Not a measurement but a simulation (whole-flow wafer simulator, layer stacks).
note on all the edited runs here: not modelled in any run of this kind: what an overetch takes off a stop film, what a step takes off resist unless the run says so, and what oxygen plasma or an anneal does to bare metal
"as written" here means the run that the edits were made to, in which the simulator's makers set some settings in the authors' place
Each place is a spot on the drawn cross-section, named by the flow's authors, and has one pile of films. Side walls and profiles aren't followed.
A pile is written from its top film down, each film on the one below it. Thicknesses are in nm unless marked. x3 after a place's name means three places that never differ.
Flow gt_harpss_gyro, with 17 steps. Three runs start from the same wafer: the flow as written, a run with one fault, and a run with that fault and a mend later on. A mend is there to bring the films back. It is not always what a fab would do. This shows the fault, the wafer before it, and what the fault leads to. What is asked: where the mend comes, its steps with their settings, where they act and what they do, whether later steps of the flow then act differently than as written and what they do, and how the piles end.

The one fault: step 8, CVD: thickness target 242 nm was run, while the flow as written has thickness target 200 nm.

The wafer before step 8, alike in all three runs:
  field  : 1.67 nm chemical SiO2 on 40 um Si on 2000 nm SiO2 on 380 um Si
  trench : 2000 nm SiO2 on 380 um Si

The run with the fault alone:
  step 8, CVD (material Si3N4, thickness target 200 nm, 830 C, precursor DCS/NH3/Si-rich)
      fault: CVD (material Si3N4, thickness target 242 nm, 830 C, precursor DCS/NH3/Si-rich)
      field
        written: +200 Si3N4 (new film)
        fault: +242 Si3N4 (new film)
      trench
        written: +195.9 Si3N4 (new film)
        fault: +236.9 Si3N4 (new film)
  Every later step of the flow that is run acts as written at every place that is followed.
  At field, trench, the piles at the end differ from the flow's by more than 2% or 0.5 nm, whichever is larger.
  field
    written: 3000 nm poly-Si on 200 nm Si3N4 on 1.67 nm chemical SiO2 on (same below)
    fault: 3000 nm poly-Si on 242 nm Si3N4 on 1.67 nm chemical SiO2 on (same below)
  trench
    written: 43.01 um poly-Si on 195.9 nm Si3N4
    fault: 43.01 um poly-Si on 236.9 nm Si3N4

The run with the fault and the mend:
  After step 8 comes the mend.
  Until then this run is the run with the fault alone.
  step 8a, ETCH (chemistry h3po4, depth target 278.2 nm)
      field
        -242 Si3N4 (all of it)
      trench
        -236.9 Si3N4 (all of it)
  step 8b, CLEAN (chemistry SPM) (the flow's step 1 again)
      alters no film at any place that is followed
  step 8c, CVD (material Si3N4, thickness target 200 nm, 830 C, precursor DCS/NH3/Si-rich) (the flow's step 8 again)
      field
        +200 Si3N4 (new film)
      trench
        +195.9 Si3N4 (new film)
  Every later step of the flow that is run acts as written at every place that is followed.
  By the end, the piles equal the flow's at every place that both follow.
